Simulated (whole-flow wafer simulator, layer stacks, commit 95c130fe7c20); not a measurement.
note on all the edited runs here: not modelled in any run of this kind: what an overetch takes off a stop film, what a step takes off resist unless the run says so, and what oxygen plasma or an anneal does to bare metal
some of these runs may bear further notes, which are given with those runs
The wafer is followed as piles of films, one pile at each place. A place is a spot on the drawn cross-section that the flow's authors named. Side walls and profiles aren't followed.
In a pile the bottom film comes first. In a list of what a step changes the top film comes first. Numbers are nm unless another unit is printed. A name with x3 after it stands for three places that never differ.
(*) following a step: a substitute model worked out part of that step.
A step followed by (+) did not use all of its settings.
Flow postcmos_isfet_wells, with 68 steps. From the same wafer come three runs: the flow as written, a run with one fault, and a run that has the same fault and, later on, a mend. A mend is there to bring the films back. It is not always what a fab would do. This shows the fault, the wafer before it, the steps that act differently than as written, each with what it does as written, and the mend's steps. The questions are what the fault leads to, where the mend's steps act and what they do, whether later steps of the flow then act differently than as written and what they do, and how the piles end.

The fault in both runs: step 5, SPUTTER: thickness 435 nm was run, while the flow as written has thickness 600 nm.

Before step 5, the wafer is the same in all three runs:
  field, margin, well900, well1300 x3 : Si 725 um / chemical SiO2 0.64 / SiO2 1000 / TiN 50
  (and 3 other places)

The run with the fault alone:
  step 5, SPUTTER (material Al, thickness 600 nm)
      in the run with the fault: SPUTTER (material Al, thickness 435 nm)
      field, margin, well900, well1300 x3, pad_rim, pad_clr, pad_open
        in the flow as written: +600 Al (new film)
        in the run with the fault: +435 Al (new film)
  Steps later in the flow that act otherwise than as written:
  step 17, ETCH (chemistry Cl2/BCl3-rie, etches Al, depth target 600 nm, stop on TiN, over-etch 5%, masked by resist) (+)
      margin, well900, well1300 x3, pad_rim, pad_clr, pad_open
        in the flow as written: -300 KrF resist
        in the run with the fault: -228.4 KrF resist
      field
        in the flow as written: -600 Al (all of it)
        in the run with the fault: -435 Al (all of it)
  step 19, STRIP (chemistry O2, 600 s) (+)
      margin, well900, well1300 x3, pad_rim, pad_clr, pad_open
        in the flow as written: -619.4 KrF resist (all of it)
        in the run with the fault: -691 KrF resist (all of it)
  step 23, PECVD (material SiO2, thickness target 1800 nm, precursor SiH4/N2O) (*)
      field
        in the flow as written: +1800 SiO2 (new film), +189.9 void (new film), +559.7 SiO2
        in the run with the fault: +2384.6 SiO2
  The piles end different from the flow's at field, margin, well900, well1300 x3, pad_rim, pad_clr, pad_open by more than 2% or 0.5 nm, whichever is larger.
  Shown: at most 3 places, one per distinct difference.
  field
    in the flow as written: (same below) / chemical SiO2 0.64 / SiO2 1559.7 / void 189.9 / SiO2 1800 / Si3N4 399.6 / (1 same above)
    in the run with the fault: (same below) / chemical SiO2 0.64 / SiO2 3384.6 / Si3N4 399.6 / (1 same above)
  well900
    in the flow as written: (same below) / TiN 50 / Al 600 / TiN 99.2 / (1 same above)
    in the run with the fault: (same below) / TiN 50 / Al 435 / TiN 99.2 / (1 same above)
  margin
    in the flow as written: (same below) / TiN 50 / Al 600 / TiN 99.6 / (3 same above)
    in the run with the fault: (same below) / TiN 50 / Al 435 / TiN 99.6 / (3 same above)

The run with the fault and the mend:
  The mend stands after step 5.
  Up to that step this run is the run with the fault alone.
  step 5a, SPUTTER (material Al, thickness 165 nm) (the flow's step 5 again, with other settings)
      field, margin, well900, well1300 x3, pad_rim, pad_clr, pad_open
        +165 Al
  Later steps of the flow that are run all act as written at every place that is followed.
  The piles end the same as the flow's at every place that both follow.
